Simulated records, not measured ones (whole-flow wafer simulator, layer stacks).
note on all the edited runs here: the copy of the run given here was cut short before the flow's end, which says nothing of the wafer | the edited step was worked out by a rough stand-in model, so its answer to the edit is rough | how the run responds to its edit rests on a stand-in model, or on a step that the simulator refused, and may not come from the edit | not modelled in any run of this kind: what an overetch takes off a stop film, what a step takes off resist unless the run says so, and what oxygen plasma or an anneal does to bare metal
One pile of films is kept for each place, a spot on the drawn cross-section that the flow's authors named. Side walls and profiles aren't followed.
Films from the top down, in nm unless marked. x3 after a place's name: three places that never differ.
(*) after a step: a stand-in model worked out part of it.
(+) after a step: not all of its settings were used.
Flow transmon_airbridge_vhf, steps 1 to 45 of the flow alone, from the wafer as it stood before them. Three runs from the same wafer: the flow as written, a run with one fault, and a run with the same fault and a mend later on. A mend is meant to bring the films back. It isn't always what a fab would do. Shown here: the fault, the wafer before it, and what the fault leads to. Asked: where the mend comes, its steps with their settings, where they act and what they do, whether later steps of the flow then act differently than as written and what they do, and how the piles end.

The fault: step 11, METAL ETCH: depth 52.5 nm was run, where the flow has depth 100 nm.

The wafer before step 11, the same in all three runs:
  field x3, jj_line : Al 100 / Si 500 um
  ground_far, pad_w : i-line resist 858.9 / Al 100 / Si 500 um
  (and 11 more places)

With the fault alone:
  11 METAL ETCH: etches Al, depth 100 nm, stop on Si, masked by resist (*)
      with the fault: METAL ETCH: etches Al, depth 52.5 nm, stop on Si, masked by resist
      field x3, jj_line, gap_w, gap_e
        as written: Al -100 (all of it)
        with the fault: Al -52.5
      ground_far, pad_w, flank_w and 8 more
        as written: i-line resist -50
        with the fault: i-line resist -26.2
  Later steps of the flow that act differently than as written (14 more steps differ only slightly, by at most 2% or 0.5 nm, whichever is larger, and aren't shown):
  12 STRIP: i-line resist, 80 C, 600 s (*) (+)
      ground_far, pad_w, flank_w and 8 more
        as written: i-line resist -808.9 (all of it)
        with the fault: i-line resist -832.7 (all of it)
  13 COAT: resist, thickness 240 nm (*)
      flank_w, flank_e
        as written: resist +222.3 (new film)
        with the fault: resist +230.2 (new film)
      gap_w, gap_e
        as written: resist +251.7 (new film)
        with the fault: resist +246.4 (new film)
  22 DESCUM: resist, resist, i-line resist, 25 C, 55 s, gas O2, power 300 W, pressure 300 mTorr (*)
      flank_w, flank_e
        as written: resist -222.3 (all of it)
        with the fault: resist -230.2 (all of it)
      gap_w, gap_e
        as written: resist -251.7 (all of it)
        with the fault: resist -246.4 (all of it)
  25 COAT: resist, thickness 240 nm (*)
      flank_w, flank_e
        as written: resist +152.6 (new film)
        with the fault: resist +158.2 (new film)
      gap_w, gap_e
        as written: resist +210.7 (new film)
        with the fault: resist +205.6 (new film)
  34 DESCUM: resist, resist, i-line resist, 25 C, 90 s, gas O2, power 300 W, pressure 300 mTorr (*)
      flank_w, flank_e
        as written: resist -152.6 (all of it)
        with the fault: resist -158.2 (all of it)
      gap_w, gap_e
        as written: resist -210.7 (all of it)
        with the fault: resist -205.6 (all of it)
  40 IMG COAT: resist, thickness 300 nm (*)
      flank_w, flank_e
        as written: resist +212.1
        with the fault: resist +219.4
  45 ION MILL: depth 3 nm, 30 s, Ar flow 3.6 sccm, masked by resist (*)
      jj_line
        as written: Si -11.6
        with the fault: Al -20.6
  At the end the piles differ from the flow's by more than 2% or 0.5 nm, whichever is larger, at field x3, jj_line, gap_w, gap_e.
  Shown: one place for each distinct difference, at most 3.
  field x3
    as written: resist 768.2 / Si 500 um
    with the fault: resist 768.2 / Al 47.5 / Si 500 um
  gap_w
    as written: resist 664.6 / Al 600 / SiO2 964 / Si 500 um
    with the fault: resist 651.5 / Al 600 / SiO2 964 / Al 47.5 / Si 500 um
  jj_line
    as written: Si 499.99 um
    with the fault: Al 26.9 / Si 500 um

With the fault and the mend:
  The mend comes after step 12.
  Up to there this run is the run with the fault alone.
  12a COAT: i-line resist, thickness 900 nm (*) (the flow's step 6 once more)
      field x3, jj_line, trace_open_s x2, margin_s, bridge_strip, margin_n
        i-line resist +900 (new film)
      pad_w, pad_e
        i-line resist +893.5 (new film)
      flank_w, flank_e
        i-line resist +887.7 (new film)
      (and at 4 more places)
  12b SOFTBAKE: i-line resist, 90 C, 90 s (the flow's step 7 once more)
      flank_w, flank_e
        i-line resist -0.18
      gap_w, gap_e
        i-line resist +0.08
  12c EXPOSE: i-line resist, thickness 900 nm, photomask AB CPW, dose 155.4 mJ/cm2, NA 0.45, wavelength 365 nm (*) (the flow's step 8 once more)
      changes no film at any place that is followed
  12d PEB: i-line resist, 110 C, 60 s (the flow's step 9 once more)
      field x3, jj_line, trace_open_s x2, margin_s, bridge_strip, margin_n
        i-line resist -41
      pad_w, pad_e
        i-line resist -40.7
      flank_w, flank_e
        i-line resist -40.5
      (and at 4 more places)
  12e DEVELOP: i-line resist, thickness 900 nm, developer developer-B, 60 s (the flow's step 10 once more)
      trace_open_s x2, margin_s, bridge_strip, margin_n
        i-line resist -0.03
      field x3, jj_line
        i-line resist -859 (all of it)
      gap_w, gap_e
        i-line resist -886.4 (all of it)
  12f METAL ETCH: etches Al, depth 47.5 nm, stop on Si, masked by resist (*) (the flow's step 11 once more, with other settings)
      ground_far, pad_w, flank_w and 8 more
        i-line resist -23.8
      field x3, jj_line, gap_w, gap_e
        Al -47.5 (all of it)
  12g STRIP: i-line resist, 80 C, 600 s (*) (+) (the flow's step 12 once more)
      trace_open_s x2, margin_s, bridge_strip, margin_n
        i-line resist -835.2 (all of it)
      pad_w, pad_e
        i-line resist -829 (all of it)
      flank_w, flank_e
        i-line resist -823.3 (all of it)
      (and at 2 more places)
  No later step of the flow acts differently than as written at any place that is followed.
  At the end the piles are the same as the flow's at every place that both follow.
